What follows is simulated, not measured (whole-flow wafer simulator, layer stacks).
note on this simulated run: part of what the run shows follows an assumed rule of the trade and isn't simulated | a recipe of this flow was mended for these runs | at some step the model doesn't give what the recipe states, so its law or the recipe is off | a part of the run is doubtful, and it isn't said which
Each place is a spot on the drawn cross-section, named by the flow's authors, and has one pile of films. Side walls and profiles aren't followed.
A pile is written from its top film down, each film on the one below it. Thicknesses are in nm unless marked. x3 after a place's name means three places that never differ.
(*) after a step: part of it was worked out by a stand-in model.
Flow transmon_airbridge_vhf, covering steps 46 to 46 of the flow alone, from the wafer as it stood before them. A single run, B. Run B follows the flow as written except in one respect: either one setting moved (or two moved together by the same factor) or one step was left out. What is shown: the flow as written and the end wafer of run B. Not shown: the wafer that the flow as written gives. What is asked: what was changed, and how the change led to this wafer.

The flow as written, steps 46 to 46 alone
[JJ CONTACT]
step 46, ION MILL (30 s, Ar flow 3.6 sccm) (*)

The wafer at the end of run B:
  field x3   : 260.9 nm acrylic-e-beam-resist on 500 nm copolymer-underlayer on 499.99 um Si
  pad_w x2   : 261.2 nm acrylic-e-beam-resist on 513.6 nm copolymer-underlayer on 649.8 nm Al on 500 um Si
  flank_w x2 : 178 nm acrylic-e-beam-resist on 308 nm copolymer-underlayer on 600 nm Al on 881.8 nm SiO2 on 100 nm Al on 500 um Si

Cause: step 46, ION MILL: 43.5 s was run, though the flow has 30 s.

How this came from the change, step by step:
  step 46, ION MILL (30 s, Ar flow 3.6 sccm) (*)
      field x3, ground_far x3, pad_w x2, flank_w x2, gap_w x2, cpw_trace, margin_s x2, bridge_strip: -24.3 acrylic-e-beam-resist (as written it would have been: -16.8 acrylic-e-beam-resist)
      jj_line: -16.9 Si (as written it would have been: -11.6 Si)
